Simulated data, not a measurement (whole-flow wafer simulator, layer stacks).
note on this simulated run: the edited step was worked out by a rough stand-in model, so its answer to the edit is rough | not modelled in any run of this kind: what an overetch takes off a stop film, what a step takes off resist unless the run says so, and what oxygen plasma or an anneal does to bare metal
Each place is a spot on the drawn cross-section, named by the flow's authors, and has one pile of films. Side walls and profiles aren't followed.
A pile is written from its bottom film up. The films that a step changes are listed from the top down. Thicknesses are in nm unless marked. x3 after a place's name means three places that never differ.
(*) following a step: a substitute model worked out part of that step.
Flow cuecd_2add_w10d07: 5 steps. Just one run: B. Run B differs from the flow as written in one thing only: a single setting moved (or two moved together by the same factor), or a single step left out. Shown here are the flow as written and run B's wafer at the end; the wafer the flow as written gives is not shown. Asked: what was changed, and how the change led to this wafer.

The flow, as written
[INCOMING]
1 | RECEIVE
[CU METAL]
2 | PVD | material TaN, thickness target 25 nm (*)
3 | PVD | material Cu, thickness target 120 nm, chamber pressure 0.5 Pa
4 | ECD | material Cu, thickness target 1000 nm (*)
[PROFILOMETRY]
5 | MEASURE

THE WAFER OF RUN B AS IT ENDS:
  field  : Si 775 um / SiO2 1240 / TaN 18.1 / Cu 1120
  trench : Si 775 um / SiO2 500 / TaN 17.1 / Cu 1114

What caused this: step 2, PVD: thickness target 18.1 nm was run, though the flow has thickness target 25 nm.
One can read it off the wafer: field has TaN 18.1, and step 2 as written asks for 25 nm.

Step by step, how the change led to this:
  2 | PVD | material TaN, thickness target 25 nm (*)
      field: +18.1 TaN (new film) (as written it would have been: +25 TaN (new film))
      trench: +17.1 TaN (new film) (as written it would have been: +23.7 TaN (new film))
